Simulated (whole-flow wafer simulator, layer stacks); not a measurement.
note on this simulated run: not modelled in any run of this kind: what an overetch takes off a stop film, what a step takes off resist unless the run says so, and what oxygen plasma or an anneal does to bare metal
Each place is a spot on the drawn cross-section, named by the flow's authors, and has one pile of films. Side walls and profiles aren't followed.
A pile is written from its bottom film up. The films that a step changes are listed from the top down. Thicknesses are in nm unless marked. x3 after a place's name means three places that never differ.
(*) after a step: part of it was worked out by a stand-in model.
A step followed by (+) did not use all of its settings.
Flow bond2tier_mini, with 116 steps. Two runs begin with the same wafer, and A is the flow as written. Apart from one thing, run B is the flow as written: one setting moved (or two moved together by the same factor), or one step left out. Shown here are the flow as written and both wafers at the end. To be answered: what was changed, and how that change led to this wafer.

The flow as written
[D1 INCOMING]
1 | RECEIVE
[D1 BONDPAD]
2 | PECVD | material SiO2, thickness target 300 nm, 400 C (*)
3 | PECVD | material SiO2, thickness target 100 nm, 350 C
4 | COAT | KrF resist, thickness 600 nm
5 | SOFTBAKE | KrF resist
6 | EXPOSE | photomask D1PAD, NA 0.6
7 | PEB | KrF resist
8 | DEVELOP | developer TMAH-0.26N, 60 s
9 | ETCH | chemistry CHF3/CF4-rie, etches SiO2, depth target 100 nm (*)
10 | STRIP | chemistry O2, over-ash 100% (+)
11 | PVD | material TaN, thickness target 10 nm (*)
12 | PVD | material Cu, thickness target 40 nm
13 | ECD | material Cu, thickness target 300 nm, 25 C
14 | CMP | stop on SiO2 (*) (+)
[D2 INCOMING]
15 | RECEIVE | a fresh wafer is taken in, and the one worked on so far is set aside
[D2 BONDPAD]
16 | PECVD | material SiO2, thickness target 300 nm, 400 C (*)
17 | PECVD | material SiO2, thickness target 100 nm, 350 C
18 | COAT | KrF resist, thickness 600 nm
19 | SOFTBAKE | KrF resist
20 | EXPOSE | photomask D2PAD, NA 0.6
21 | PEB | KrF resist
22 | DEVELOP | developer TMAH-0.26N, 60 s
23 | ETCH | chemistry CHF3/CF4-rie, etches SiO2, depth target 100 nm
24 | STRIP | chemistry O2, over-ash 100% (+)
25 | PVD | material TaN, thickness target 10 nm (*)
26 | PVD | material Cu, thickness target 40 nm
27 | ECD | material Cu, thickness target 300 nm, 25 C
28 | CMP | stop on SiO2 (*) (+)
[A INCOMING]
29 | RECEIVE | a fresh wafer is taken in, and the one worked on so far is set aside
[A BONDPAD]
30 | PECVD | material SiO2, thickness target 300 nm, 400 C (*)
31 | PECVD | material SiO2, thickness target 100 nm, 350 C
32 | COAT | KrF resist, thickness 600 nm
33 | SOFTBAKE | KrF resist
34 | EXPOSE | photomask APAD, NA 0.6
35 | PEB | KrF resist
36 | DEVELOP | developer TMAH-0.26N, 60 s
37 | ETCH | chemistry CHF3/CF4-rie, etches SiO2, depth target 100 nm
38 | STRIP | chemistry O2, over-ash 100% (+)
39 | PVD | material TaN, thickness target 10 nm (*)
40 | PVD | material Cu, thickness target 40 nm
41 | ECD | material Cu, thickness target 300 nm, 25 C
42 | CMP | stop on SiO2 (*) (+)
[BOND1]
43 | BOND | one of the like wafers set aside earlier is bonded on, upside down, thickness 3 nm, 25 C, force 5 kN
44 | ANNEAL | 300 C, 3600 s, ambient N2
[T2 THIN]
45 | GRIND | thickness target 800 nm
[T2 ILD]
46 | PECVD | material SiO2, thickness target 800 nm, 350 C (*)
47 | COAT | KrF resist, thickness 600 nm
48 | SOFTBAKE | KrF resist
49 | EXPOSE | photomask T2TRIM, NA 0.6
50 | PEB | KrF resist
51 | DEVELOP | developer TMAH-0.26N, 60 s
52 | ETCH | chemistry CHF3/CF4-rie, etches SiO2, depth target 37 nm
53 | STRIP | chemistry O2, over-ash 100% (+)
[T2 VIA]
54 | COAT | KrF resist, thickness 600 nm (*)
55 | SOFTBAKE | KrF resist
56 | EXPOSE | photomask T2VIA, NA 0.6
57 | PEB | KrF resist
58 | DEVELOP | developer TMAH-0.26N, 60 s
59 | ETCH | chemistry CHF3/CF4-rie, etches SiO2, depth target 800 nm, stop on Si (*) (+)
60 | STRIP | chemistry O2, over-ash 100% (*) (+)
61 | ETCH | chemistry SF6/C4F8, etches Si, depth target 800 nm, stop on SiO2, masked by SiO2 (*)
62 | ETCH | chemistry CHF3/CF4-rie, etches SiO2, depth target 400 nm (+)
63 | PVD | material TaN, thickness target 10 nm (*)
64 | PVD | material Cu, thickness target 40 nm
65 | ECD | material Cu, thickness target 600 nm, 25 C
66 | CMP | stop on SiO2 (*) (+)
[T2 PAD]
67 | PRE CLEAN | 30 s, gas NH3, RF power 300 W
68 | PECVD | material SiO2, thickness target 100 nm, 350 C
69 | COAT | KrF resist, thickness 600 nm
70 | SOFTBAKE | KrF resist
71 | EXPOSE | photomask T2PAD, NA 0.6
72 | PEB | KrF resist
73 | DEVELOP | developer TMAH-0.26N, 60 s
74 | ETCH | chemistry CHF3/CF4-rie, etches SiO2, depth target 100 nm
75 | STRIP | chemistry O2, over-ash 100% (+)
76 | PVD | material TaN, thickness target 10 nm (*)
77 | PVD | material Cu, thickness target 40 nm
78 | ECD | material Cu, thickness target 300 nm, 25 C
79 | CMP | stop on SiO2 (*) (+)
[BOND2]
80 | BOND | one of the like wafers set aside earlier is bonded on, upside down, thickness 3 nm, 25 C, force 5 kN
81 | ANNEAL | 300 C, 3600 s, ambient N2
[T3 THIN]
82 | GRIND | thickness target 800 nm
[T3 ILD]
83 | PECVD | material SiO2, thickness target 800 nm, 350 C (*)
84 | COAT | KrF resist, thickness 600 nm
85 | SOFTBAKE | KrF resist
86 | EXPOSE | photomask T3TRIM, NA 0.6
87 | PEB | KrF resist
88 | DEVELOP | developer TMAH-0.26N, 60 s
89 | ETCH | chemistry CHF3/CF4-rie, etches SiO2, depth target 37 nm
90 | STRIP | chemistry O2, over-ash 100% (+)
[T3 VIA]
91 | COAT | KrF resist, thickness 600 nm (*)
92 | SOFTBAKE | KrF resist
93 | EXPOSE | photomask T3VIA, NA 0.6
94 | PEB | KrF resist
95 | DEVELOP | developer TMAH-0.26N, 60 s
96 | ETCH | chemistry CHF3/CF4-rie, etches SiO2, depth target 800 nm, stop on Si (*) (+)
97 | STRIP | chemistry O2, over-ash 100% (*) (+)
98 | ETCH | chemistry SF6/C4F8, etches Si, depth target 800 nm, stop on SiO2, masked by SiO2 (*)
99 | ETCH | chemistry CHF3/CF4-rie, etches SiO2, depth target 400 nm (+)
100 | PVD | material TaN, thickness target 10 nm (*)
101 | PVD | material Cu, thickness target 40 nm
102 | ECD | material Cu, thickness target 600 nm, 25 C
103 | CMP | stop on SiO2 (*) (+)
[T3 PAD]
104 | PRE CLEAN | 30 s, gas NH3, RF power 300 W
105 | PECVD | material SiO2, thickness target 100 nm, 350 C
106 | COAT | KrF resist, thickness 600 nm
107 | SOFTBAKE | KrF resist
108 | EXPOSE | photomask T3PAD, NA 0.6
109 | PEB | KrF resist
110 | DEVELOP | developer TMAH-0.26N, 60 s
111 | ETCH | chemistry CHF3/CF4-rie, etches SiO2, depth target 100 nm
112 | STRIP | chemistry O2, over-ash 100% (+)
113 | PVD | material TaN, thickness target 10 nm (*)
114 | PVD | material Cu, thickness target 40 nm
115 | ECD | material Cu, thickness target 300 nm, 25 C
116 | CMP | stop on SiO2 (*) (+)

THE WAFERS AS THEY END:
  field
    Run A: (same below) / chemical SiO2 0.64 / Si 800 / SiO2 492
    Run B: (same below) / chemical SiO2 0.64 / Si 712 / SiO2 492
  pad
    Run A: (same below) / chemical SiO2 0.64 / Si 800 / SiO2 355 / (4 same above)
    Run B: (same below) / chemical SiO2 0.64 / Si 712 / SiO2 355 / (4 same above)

The reason: step 82, GRIND: thickness target 712 nm was run, whereas the flow has thickness target 800 nm.
The wafer lets one read it off: field has Si 712, and step 82 as written asks for 800 nm.

Step by step, how the change led to this:
  82 | GRIND | thickness target 800 nm
      field, pad: A Si loses 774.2 um | B Si loses 774.29 um
